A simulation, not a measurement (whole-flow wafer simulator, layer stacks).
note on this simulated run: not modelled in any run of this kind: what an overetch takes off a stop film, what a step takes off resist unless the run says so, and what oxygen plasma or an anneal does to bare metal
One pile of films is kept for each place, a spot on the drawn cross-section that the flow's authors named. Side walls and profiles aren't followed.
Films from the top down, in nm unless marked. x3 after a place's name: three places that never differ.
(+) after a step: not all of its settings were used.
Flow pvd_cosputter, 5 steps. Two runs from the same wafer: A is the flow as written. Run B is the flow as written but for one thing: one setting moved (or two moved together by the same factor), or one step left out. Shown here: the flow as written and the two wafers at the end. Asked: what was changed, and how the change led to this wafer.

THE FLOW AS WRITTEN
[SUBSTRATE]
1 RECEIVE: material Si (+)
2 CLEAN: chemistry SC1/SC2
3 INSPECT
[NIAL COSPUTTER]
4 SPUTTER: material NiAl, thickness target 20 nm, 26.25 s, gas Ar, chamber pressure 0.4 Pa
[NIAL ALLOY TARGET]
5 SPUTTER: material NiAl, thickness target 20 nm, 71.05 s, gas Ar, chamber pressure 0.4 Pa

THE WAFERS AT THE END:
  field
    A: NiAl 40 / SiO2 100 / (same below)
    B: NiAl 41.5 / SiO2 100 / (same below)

The cause: step 4, SPUTTER: thickness target 21.5 nm was run, where the flow has thickness target 20 nm; step 4, SPUTTER: 28.22 s was run, where the flow has 26.25 s.

How the change led to this, step by step:
  4 SPUTTER: material NiAl, thickness target 20 nm, 26.25 s, gas Ar, chamber pressure 0.4 Pa
      field: A NiAl +20 (new film) | B NiAl +21.5 (new film)
